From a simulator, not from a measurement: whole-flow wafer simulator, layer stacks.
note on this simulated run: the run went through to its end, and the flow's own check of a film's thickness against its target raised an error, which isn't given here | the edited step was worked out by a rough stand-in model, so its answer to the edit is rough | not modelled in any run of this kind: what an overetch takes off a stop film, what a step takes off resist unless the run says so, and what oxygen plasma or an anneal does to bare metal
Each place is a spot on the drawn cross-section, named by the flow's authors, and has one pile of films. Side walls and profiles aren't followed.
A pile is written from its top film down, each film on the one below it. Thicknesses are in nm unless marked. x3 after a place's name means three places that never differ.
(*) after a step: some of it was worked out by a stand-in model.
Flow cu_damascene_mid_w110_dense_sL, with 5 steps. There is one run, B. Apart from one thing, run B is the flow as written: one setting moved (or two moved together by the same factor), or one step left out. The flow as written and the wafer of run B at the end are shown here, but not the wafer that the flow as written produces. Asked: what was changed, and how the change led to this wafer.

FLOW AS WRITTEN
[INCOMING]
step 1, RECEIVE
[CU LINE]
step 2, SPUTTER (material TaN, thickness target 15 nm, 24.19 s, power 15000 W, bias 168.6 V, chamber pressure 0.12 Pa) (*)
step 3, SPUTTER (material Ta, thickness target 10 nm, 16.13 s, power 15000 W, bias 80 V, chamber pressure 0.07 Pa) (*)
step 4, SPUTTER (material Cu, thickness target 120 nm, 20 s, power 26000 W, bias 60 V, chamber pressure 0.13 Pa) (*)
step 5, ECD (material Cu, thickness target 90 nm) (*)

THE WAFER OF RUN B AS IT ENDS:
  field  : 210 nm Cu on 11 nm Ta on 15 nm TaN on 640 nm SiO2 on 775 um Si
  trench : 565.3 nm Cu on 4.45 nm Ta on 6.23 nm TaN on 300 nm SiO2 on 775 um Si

What caused this: step 3, SPUTTER: thickness target 11 nm was run, whereas the flow has thickness target 10 nm; step 3, SPUTTER: 17.74 s was run, where the flow has 16.13 s.
One can read it off the wafer: field has Ta 11, and step 3 as written asks for 10 nm.

How this came from the change, step by step:
  step 3, SPUTTER (material Ta, thickness target 10 nm, 16.13 s, power 15000 W, bias 80 V, chamber pressure 0.07 Pa) (*)
      field: Ta gains 11 (new film) (it would be, as written: Ta gains 10 (new film))
